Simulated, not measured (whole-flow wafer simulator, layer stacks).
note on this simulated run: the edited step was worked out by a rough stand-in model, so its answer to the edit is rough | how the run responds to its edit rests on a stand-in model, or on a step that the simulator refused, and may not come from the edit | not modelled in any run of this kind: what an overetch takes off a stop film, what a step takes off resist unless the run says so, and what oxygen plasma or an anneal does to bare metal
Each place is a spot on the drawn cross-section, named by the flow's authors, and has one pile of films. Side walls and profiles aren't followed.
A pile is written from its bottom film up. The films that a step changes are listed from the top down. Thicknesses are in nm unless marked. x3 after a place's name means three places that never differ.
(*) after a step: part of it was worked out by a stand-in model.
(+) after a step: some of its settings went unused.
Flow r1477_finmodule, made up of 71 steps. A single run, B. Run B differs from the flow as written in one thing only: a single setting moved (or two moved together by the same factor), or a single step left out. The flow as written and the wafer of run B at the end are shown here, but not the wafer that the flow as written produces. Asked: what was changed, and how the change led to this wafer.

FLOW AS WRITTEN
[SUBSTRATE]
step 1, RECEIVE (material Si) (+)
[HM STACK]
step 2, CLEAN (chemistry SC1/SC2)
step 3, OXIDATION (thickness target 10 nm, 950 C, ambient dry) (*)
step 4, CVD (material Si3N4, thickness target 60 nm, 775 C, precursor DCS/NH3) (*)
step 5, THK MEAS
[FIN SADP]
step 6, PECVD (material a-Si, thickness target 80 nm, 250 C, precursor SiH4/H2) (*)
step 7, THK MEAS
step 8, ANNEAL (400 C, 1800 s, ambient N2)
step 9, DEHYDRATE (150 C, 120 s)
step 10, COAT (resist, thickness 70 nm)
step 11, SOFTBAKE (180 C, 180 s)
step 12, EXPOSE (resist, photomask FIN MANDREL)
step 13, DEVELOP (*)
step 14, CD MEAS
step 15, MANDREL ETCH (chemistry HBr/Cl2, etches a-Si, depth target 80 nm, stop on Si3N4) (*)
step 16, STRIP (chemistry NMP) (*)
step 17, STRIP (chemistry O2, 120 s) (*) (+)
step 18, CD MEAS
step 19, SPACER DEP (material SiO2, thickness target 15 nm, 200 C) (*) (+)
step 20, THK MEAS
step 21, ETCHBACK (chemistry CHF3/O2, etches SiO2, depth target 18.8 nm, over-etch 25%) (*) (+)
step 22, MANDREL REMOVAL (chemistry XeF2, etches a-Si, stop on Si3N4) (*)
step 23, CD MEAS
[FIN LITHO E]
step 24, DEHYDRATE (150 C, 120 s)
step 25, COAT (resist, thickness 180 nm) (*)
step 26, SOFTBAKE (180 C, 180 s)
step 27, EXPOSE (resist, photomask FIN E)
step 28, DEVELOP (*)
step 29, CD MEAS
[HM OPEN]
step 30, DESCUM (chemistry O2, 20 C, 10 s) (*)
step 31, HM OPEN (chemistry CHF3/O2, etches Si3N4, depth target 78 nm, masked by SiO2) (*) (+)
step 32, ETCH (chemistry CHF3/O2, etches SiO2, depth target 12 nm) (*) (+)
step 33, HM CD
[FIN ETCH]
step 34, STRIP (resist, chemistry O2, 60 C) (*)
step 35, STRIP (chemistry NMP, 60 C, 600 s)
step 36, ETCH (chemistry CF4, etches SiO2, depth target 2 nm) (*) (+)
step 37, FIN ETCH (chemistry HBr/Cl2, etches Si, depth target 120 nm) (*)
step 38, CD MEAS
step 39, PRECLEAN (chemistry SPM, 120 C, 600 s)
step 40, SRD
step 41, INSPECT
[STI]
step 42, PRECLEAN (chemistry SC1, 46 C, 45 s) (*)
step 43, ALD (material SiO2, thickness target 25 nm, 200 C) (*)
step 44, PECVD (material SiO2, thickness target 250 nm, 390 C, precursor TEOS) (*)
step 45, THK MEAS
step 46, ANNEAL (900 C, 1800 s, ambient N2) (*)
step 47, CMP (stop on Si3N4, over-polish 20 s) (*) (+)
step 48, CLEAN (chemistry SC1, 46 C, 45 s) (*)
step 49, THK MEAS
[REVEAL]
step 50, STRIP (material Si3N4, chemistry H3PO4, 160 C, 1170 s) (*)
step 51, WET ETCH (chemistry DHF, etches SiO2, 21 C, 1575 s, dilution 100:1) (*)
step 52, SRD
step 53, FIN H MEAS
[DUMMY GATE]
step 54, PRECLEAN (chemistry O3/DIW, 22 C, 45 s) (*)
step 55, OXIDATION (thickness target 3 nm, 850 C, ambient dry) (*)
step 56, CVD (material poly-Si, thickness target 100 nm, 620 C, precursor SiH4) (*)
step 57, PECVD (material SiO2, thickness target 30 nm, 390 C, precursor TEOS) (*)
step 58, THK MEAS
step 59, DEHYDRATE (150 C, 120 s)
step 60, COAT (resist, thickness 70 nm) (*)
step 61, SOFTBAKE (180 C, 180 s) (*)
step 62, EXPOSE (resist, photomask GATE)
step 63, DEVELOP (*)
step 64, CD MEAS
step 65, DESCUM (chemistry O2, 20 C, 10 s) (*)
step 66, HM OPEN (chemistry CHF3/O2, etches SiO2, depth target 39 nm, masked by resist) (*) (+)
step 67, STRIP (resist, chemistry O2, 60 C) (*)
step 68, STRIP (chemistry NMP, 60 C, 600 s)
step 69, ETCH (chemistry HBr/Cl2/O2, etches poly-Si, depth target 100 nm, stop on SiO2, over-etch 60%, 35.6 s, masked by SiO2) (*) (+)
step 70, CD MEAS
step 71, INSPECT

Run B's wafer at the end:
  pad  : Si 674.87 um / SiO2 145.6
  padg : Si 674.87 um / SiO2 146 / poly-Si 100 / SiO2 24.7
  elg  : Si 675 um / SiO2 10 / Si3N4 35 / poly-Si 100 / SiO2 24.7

The reason: step 51, WET ETCH: 788 s was run, though the flow has 1575 s.

The path from the change to this, step by step:
  step 51, WET ETCH (chemistry DHF, etches SiO2, 21 C, 1575 s, dilution 100:1) (*)
      pad, padg, e40sg and 12 more: SiO2 loses 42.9 (it would be, as written: SiO2 loses 85.7)
      elg, e40lg, e100lg, e200lg, elo, e40lo, e100lo, e200lo: SiO2 loses 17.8 (all of it), Si3N4 loses 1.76 (it would be, as written: SiO2 loses 17.8 (all of it), Si3N4 loses 4.97)
      (also at 7 further places)
  step 56, CVD (material poly-Si, thickness target 100 nm, 620 C, precursor SiH4) (*)
      s40sg_line, s45sg_line, s50sg_line, s40so_line, s45so_line, s50so_line: poly-Si gains 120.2 (new film) (it would be, as written: poly-Si gains 100 (new film))
      s40cg, s40co: poly-Si gains 100 (new film) (it would be, as written: poly-Si gains 113.9 (new film))
      (also at 5 further places)
  step 60, COAT (resist, thickness 70 nm) (*)
      e40lg, e100lg, elo, e40lo, e100lo: resist gains 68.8 (new film) (it would be, as written: resist gains 66.9 (new film))
      e40sg, eso, e40so: resist gains 91.9 (new film) (it would be, as written: resist gains 129.5 (new film))
      (also at 22 further places)
  step 63, DEVELOP (*)
      elo, e40lo, e100lo: resist loses 68.8 (all of it) (it would be, as written: resist loses 66.9 (all of it))
      eso, e40so: resist loses 91.9 (all of it) (it would be, as written: resist loses 129.5 (all of it))
      (also at 11 further places)
  step 67, STRIP (resist, chemistry O2, 60 C) (*)
      e40lg, e100lg: resist loses 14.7 (all of it) (it would be, as written: resist loses 12.8 (all of it))
      e40sg: resist loses 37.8 (all of it) (it would be, as written: resist loses 75.4 (all of it))
      (also at 12 further places)
  step 69, ETCH (chemistry HBr/Cl2/O2, etches poly-Si, depth target 100 nm, stop on SiO2, over-etch 60%, 35.6 s, masked by SiO2) (*) (+)
      s40so_line, s45so_line, s50so_line: chemical SiO2 loses 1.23 (all of it), poly-Si loses 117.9 (all of it), SiO2 loses 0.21 (it would be, as written: chemical SiO2 loses 1.46 (all of it), poly-Si loses 97.6 (all of it), SiO2 loses 0.42)
      s40co: chemical SiO2 loses 1.23 (all of it), poly-Si loses 97.7 (all of it), SiO2 loses 0.42 (it would be, as written: chemical SiO2 loses 1.46 (all of it), poly-Si loses 111.5 (all of it), SiO2 loses 0.24)
      (also at 2 further places)
